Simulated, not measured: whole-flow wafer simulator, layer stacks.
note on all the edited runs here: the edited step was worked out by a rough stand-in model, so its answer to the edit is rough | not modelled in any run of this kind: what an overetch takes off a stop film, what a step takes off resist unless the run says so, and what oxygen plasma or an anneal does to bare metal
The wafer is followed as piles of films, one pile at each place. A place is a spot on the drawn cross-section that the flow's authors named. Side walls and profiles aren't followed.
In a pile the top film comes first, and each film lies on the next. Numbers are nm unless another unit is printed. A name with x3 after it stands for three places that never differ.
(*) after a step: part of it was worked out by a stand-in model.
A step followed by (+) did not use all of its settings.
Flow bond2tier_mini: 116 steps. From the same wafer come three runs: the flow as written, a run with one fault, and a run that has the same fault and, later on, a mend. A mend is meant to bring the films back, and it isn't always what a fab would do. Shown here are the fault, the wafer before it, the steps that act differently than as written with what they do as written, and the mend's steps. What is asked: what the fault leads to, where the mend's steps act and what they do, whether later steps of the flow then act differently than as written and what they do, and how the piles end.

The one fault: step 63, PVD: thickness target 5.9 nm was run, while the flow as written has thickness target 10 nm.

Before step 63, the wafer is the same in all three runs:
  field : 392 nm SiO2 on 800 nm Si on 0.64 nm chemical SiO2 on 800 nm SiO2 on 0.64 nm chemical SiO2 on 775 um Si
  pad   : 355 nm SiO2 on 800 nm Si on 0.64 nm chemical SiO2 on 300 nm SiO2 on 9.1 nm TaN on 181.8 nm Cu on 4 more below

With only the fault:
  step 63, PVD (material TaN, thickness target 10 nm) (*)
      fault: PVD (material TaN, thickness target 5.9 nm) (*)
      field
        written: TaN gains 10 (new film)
        fault: TaN gains 5.9 (new film)
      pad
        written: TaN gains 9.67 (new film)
        fault: TaN gains 5.7 (new film)
  Steps further on in the flow that do not act as written (not shown: 1 more step that differs only slightly, by at most 2% or 0.5 nm, whichever is larger):
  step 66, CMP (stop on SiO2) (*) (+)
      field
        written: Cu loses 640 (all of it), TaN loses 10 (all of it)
        fault: Cu loses 640 (all of it), TaN loses 5.9 (all of it)
  At pad, the piles at the end differ from the flow's by more than 2% or 0.5 nm, whichever is larger.
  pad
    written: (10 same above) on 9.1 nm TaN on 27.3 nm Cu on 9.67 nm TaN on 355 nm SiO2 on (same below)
    fault: (10 same above) on 9.1 nm TaN on 31.3 nm Cu on 5.7 nm TaN on 355 nm SiO2 on (same below)

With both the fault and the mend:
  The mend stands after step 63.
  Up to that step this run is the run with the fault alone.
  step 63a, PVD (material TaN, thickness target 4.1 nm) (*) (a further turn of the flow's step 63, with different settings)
      field
        TaN gains 4.1
      pad
        TaN gains 3.96
  None of the later steps of the flow acts differently than as written at any place that is followed.
  When the end is reached, the piles differ only a little from the flow's at the places that both follow, at most by 2% or 0.5 nm, whichever is larger.
